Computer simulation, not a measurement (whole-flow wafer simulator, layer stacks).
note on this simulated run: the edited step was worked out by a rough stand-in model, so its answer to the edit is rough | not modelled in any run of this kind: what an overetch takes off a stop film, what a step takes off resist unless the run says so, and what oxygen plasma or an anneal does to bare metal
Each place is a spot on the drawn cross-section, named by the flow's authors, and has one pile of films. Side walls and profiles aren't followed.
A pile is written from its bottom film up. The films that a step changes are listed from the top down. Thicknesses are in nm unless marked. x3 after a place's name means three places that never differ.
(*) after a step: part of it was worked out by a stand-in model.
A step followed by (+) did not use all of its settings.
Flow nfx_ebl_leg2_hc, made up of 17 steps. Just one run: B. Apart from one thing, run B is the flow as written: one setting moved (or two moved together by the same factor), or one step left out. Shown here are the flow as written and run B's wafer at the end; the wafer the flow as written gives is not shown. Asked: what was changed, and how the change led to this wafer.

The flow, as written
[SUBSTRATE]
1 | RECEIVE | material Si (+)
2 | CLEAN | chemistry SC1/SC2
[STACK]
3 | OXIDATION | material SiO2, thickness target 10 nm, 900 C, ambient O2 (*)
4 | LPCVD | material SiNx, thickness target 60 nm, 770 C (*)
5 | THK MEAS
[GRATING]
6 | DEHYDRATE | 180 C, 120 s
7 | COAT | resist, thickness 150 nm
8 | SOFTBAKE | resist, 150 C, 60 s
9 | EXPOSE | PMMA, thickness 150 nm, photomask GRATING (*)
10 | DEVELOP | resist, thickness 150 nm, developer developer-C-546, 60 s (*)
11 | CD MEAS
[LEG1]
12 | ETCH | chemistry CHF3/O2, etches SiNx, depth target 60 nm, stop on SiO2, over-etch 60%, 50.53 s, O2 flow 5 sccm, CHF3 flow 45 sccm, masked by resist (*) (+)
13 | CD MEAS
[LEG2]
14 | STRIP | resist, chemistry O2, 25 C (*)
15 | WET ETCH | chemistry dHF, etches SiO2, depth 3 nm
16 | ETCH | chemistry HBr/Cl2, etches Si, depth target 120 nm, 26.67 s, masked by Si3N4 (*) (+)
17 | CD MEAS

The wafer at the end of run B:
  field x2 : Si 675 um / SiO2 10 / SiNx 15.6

What caused this: step 4, LPCVD: thickness target 27 nm was run, though the flow has thickness target 60 nm.

How this came from the change, step by step:
  4 | LPCVD | material SiNx, thickness target 60 nm, 770 C (*)
      field x2, pad x2: +27 SiNx (new film) (in the flow as written it would be: +60 SiNx (new film))
  12 | ETCH | chemistry CHF3/O2, etches SiNx, depth target 60 nm, stop on SiO2, over-etch 60%, 50.53 s, O2 flow 5 sccm, CHF3 flow 45 sccm, masked by resist (*) (+)
      pad x2: -27 SiNx (all of it), -10 SiO2 (all of it) (in the flow as written it would be: -60 SiNx (all of it), -10 SiO2 (all of it))
